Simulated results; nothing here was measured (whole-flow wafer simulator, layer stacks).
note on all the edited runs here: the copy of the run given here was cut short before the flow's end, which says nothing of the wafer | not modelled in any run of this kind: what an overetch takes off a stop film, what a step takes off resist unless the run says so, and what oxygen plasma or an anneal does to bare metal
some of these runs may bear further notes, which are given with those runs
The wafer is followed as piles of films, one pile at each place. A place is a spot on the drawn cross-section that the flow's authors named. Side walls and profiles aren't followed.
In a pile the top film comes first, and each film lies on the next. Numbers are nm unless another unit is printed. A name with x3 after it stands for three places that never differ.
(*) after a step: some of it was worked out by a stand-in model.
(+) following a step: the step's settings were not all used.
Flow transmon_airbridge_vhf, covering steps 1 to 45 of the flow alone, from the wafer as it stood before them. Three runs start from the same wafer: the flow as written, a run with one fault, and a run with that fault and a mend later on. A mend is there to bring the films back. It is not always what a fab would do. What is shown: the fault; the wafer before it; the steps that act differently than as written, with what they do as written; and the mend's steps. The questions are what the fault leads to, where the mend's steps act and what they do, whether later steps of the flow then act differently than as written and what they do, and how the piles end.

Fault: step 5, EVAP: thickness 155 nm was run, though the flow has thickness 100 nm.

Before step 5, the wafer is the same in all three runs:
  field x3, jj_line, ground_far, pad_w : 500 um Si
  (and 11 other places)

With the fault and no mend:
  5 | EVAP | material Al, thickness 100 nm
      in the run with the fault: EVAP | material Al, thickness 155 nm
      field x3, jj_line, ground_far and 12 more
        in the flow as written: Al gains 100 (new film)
        in the run with the fault: Al gains 155 (new film)
  Steps later in the flow that act otherwise than as written:
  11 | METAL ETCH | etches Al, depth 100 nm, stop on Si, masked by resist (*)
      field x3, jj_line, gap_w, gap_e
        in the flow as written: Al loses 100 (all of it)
        in the run with the fault: Al loses 100
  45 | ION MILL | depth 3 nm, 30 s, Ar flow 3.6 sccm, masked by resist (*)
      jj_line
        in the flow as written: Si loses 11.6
        in the run with the fault: Al loses 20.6
  The piles end different from the flow's at field x3, jj_line, ground_far and 12 more by more than 2% or 0.5 nm, whichever is larger.
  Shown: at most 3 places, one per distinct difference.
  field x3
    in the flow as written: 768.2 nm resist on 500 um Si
    in the run with the fault: 768.2 nm resist on 55 nm Al on 500 um Si
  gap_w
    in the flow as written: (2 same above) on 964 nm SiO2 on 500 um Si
    in the run with the fault: (2 same above) on 964 nm SiO2 on 55 nm Al on 500 um Si
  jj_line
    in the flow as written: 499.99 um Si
    in the run with the fault: 34.4 nm Al on 500 um Si

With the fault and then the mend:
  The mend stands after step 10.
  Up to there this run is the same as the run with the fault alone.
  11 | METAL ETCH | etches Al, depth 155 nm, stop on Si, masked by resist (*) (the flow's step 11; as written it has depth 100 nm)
      ground_far, pad_w, flank_w and 8 more
        i-line resist loses 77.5
      field x3, jj_line, gap_w, gap_e
        Al loses 155 (all of it)
  Steps later in the flow that act otherwise than as written (not shown: 10 more steps that differ only slightly, by at most 2% or 0.5 nm, whichever is larger):
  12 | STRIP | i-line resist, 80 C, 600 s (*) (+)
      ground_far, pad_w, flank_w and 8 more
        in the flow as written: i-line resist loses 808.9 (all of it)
        in the run with the mend: i-line resist loses 781.4 (all of it)
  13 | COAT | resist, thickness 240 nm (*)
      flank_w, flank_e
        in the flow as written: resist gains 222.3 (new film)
        in the run with the mend: resist gains 214.4 (new film)
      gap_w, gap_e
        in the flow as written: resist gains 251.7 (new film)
        in the run with the mend: resist gains 257.2 (new film)
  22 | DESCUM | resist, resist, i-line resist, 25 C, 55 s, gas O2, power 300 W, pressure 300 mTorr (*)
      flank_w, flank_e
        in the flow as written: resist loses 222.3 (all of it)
        in the run with the mend: resist loses 214.4 (all of it)
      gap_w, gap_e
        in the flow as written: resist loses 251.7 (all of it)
        in the run with the mend: resist loses 257.2 (all of it)
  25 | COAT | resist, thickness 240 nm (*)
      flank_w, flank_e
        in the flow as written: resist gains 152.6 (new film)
        in the run with the mend: resist gains 146.5 (new film)
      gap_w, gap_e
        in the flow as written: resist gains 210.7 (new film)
        in the run with the mend: resist gains 216.1 (new film)
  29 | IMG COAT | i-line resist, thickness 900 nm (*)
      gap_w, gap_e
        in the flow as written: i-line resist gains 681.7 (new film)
        in the run with the mend: i-line resist gains 696.3 (new film)
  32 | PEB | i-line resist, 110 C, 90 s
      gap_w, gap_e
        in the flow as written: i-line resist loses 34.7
        in the run with the mend: i-line resist loses 35.5
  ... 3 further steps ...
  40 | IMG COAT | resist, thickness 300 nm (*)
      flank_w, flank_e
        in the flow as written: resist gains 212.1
        in the run with the mend: resist gains 204.8
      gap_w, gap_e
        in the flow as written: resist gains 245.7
        in the run with the mend: resist gains 250.8
  The piles end different from the flow's at ground_far, pad_w, flank_w and 10 more by more than 2% or 0.5 nm, whichever is larger.
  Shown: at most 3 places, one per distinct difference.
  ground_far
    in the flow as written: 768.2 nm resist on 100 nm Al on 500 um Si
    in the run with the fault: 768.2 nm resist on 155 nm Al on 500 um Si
    in the run with the mend: 768.2 nm resist on 155 nm Al on 500 um Si
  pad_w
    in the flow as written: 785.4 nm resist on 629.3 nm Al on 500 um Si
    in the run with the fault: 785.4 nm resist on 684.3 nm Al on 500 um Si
    in the run with the mend: 783.5 nm resist on 684.3 nm Al on 500 um Si
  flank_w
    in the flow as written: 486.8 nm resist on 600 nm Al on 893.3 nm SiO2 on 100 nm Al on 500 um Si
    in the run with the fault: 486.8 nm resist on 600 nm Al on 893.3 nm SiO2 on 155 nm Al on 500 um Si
    in the run with the mend: 473.1 nm resist on 600 nm Al on 893.7 nm SiO2 on 155 nm Al on 500 um Si
